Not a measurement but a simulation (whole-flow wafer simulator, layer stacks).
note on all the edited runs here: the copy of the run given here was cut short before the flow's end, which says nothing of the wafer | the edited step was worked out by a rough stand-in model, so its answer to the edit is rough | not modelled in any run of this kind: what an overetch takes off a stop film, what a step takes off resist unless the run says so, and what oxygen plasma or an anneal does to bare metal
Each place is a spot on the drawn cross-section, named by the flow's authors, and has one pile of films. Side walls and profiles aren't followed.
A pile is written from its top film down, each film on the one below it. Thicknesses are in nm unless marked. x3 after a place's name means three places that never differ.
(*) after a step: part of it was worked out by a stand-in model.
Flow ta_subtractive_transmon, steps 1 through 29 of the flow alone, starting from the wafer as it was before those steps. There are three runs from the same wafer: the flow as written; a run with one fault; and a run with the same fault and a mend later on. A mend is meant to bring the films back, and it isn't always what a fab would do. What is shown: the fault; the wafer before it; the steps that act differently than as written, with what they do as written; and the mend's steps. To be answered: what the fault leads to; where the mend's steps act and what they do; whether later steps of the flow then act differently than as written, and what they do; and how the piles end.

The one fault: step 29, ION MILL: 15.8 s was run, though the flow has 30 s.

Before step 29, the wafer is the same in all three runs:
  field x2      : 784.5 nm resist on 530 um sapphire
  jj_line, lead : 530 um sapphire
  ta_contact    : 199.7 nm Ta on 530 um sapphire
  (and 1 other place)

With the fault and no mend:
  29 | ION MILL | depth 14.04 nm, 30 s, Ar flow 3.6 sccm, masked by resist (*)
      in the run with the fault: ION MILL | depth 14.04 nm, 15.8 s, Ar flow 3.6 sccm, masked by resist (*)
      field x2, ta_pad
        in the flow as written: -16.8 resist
        in the run with the fault: -8.84 resist
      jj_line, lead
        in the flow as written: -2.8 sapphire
        in the run with the fault: -1.47 sapphire
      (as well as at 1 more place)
  None of the later steps of the flow acts differently than as written at any place that is followed.
  By the end, the piles at ta_contact depart from the flow's by more than 2% or 0.5 nm, whichever is larger.
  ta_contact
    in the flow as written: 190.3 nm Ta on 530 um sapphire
    in the run with the fault: 194.8 nm Ta on 530 um sapphire

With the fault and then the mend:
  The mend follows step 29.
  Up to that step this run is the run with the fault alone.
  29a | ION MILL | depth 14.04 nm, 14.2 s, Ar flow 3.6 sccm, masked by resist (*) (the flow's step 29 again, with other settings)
      field x2, ta_pad
        -7.95 resist
      jj_line, lead
        -1.32 sapphire
      ta_contact
        -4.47 Ta
  None of the later steps of the flow acts differently than as written at any place that is followed.
  By the end, the piles equal the flow's at every place that both follow.
